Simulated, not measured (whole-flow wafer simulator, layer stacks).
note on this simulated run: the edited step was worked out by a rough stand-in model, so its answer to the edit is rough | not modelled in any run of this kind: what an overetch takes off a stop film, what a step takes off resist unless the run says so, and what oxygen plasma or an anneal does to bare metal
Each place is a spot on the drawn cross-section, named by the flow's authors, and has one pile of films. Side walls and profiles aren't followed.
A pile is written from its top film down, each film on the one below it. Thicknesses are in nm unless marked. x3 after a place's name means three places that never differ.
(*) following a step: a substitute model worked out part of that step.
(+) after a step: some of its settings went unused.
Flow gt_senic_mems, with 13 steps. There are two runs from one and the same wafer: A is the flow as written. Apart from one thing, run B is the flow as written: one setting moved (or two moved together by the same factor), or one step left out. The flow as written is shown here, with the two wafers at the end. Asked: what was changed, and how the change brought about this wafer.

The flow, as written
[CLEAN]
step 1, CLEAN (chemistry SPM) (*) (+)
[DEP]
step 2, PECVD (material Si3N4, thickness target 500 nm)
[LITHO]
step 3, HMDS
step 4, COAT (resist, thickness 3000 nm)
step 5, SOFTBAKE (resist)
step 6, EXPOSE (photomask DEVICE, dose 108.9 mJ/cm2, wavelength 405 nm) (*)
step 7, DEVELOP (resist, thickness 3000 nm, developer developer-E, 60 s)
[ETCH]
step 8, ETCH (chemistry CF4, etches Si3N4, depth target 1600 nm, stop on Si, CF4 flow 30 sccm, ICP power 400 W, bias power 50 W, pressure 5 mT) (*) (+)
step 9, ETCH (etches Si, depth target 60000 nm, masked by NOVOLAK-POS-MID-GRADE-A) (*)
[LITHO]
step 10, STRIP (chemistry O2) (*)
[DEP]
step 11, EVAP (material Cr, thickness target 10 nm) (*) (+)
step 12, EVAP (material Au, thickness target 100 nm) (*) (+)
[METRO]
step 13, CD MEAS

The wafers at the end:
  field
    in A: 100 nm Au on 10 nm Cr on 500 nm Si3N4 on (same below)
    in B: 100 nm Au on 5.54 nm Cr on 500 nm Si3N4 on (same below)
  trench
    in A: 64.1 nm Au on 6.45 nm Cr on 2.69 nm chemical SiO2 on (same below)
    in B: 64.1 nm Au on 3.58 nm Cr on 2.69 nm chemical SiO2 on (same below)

What caused this: step 11, EVAP: thickness target 5.54 nm was run, though the flow has thickness target 10 nm.
One can read it off the wafer: field has Cr 5.54, and step 11 as written asks for 10 nm.

How this came from the change, step by step:
  step 11, EVAP (material Cr, thickness target 10 nm) (*) (+)
      field: A Cr gains 10 (new film) | B Cr gains 5.54 (new film)
      trench: A Cr gains 6.45 (new film) | B Cr gains 3.58 (new film)
